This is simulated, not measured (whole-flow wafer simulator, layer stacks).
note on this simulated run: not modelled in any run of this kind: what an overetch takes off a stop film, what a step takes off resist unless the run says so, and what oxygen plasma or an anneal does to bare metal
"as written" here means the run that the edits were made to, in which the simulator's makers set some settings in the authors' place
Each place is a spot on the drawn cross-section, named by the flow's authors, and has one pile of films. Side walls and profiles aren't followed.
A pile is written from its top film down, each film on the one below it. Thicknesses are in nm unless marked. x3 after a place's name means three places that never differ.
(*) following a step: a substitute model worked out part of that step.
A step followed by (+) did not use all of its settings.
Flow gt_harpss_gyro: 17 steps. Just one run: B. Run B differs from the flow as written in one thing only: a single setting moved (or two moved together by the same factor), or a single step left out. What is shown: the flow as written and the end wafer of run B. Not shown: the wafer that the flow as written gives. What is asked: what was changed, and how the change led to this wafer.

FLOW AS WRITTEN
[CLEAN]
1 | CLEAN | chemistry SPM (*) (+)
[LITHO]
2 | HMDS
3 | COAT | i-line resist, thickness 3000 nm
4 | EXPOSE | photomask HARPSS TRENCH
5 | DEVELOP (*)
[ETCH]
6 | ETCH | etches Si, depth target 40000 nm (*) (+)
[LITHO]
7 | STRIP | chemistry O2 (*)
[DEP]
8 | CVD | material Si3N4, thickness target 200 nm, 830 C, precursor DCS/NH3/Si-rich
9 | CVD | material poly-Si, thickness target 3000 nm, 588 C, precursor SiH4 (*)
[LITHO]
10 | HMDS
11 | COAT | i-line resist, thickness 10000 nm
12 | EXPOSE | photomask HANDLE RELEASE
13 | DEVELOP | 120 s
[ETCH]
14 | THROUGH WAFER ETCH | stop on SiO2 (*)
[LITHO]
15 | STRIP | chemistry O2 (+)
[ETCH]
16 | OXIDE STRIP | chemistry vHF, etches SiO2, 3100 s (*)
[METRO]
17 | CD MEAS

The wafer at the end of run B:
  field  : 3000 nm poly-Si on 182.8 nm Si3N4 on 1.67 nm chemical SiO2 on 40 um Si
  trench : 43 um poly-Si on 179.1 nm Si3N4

What caused this: step 8, CVD: thickness target 182.8 nm was run, though the flow has thickness target 200 nm.
One can read it off the wafer: field has Si3N4 182.8, and step 8 as written asks for 200 nm.

The path from the change to this, step by step:
  8 | CVD | material Si3N4, thickness target 200 nm, 830 C, precursor DCS/NH3/Si-rich
      field: +182.8 Si3N4 (new film) (in the flow as written it would be: +200 Si3N4 (new film))
      trench: +179.1 Si3N4 (new film) (in the flow as written it would be: +195.9 Si3N4 (new film))
  9 | CVD | material poly-Si, thickness target 3000 nm, 588 C, precursor SiH4 (*)
      trench: +43 um poly-Si (new film) (in the flow as written it would be: +43.01 um poly-Si (new film))
